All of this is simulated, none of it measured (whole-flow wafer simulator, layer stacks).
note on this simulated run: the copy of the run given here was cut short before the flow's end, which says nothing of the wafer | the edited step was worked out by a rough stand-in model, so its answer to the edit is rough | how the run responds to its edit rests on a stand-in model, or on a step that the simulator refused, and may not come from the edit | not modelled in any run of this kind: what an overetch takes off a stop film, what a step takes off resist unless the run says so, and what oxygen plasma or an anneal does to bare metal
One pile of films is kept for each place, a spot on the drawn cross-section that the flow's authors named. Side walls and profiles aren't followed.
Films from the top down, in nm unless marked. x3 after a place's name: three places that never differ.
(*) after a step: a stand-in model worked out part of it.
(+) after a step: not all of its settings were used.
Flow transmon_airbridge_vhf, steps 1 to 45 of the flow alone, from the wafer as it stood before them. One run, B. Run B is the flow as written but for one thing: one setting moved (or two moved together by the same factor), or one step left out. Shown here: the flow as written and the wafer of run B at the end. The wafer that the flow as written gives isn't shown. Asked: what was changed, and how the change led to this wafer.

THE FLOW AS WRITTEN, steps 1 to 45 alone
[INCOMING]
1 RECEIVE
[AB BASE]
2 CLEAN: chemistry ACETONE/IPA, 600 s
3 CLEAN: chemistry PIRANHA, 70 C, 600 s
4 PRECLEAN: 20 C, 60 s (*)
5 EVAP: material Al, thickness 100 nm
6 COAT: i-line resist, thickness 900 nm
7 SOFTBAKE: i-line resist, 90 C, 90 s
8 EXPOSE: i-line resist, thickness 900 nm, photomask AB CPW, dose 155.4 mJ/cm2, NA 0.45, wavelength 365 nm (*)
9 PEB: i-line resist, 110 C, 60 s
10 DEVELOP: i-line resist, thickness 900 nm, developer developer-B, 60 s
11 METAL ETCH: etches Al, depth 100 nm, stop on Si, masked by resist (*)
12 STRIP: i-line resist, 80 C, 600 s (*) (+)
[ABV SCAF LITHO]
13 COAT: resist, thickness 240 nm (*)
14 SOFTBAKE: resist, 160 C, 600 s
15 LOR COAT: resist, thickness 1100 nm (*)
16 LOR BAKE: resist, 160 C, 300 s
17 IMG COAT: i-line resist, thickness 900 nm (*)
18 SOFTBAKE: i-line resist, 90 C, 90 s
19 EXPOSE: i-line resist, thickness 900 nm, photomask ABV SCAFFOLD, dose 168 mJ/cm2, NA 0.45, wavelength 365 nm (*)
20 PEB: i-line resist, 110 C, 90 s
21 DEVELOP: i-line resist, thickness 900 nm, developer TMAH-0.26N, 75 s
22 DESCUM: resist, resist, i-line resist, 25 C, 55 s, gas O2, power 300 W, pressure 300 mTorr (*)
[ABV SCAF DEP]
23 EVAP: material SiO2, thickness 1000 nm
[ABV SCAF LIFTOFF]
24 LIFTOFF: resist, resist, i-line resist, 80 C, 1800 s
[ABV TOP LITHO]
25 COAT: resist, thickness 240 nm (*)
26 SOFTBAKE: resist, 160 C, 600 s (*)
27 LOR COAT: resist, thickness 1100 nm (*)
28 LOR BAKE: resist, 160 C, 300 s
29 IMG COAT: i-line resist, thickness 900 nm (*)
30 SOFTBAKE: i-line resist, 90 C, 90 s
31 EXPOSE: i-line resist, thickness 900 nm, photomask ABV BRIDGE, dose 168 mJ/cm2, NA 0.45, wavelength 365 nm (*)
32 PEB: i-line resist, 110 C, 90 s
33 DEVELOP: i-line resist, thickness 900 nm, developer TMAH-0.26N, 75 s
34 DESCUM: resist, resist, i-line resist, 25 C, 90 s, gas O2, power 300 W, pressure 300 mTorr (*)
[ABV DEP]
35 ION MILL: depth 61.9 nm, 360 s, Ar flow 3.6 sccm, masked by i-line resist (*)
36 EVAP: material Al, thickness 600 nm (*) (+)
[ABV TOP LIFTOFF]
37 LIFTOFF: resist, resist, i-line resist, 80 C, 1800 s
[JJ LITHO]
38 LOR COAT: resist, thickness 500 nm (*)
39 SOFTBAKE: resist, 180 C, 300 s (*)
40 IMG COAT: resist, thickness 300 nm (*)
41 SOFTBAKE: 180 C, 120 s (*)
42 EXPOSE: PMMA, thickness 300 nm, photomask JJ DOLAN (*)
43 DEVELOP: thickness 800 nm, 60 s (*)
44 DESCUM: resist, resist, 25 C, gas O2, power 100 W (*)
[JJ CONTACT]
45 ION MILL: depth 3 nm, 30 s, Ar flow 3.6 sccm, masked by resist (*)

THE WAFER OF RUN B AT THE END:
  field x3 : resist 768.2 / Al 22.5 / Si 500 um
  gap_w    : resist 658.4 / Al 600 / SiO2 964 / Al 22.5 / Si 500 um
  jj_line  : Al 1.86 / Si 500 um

The cause: step 11, METAL ETCH: depth 77.5 nm was run, where the flow has depth 100 nm.

How the change led to this, step by step:
  11 METAL ETCH: etches Al, depth 100 nm, stop on Si, masked by resist (*)
      field x3, jj_line, gap_w, gap_e: Al -77.5 (as written it would be: Al -100 (all of it))
      ground_far, pad_w, flank_w and 8 more: i-line resist -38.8 (as written it would be: i-line resist -50)
  45 ION MILL: depth 3 nm, 30 s, Ar flow 3.6 sccm, masked by resist (*)
      jj_line: Al -20.6 (as written it would be: Si -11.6)
Counting metal films that touch as one body, field x3 has 1 body; the flow as written gives 0 bodies.
Counting metal films that touch as one body, gap_w has 2 bodies (between them, from the top down: SiO2 964); the flow as written gives 1 body.
Counting metal films that touch as one body, jj_line has 1 body; the flow as written gives 0 bodies.
